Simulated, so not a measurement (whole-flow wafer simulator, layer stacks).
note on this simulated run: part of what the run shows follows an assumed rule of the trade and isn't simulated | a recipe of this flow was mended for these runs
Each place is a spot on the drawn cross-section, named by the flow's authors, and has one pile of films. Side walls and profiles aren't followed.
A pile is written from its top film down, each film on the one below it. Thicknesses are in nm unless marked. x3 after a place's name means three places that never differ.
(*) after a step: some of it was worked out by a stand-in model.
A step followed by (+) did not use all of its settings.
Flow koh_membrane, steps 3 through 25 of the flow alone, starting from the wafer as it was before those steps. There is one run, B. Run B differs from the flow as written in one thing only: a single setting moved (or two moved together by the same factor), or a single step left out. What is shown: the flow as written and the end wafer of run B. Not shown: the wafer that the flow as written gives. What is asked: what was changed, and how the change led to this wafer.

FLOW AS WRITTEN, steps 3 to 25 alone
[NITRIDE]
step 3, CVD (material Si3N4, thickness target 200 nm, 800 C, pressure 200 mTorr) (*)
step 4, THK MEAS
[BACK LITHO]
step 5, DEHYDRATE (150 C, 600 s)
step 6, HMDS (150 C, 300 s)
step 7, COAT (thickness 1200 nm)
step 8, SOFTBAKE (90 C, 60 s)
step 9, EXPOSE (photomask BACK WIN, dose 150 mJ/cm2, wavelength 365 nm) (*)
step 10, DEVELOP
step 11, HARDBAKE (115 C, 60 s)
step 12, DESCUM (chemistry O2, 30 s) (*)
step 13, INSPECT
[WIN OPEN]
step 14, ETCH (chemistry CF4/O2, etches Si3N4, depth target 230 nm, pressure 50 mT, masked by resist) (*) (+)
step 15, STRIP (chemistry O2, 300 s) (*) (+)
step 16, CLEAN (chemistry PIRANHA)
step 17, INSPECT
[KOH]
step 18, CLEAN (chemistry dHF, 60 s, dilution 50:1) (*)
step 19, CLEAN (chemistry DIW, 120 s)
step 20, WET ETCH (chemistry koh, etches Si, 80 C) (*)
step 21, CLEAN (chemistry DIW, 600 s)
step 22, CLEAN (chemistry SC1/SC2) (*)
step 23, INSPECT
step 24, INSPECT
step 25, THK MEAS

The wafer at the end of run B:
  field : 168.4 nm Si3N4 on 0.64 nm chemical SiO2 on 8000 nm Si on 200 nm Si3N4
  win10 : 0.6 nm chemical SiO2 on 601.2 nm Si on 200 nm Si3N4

What caused this: step 3, CVD: thickness target 170 nm was run, though the flow has thickness target 200 nm.

The path from the change to this, step by step:
  step 3, CVD (material Si3N4, thickness target 200 nm, 800 C, pressure 200 mTorr) (*)
      field, win20 x4, win10: Si3N4 gains 170 (new film) (it would be, as written: Si3N4 gains 200 (new film))
  step 14, ETCH (chemistry CF4/O2, etches Si3N4, depth target 230 nm, pressure 50 mT, masked by resist) (*) (+)
      win20 x4, win10: Si3N4 loses 170 (all of it), chemical SiO2 loses 0.64 (all of it), Si loses 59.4 (it would be, as written: Si3N4 loses 200 (all of it), chemical SiO2 loses 0.64 (all of it), Si loses 29.4)
